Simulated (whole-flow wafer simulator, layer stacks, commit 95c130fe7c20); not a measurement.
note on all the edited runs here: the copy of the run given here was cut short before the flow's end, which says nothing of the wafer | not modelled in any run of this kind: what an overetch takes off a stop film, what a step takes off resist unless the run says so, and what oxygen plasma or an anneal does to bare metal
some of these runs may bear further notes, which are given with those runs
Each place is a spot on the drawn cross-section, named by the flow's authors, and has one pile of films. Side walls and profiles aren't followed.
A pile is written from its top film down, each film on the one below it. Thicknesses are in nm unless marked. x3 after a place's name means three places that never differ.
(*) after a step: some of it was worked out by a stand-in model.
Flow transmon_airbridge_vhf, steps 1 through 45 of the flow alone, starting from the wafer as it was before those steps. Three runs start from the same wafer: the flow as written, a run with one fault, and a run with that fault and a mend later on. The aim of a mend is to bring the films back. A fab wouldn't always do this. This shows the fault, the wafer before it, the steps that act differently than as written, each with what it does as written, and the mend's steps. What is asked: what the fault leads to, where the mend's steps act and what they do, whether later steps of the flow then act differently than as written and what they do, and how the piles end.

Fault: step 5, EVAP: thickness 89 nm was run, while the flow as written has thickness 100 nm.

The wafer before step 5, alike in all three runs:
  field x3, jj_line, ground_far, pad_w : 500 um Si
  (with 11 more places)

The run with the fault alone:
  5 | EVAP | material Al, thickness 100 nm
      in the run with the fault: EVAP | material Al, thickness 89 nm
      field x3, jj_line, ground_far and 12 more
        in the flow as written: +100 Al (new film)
        in the run with the fault: +89 Al (new film)
  Steps further on in the flow that do not act as written (19 other steps are not shown; they differ only slightly, by no more than 2% or 0.5 nm, whichever is larger):
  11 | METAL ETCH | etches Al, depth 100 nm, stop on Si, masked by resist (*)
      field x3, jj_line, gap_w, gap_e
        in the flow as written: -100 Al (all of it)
        in the run with the fault: -89 Al (all of it)
  The piles end different from the flow's at ground_far, flank_w, cpw_trace, flank_e, trace_open_s x2, margin_s, bridge_strip, margin_n by more than 2% or 0.5 nm, whichever is larger.
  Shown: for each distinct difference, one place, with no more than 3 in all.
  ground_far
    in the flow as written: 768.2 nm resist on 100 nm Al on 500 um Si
    in the run with the fault: 768.2 nm resist on 89 nm Al on 500 um Si
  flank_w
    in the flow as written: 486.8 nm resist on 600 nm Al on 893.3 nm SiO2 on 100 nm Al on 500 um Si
    in the run with the fault: 487.8 nm resist on 600 nm Al on 893.3 nm SiO2 on 89 nm Al on 500 um Si
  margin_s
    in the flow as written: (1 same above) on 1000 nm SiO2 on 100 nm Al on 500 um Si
    in the run with the fault: (1 same above) on 1000 nm SiO2 on 89 nm Al on 500 um Si

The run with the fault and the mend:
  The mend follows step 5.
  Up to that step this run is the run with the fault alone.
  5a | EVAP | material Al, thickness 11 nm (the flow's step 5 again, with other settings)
      field x3, jj_line, ground_far and 12 more
        +11 Al
  Later steps of the flow that are run all act as written at every place that is followed.
  The piles end the same as the flow's at every place that both follow.
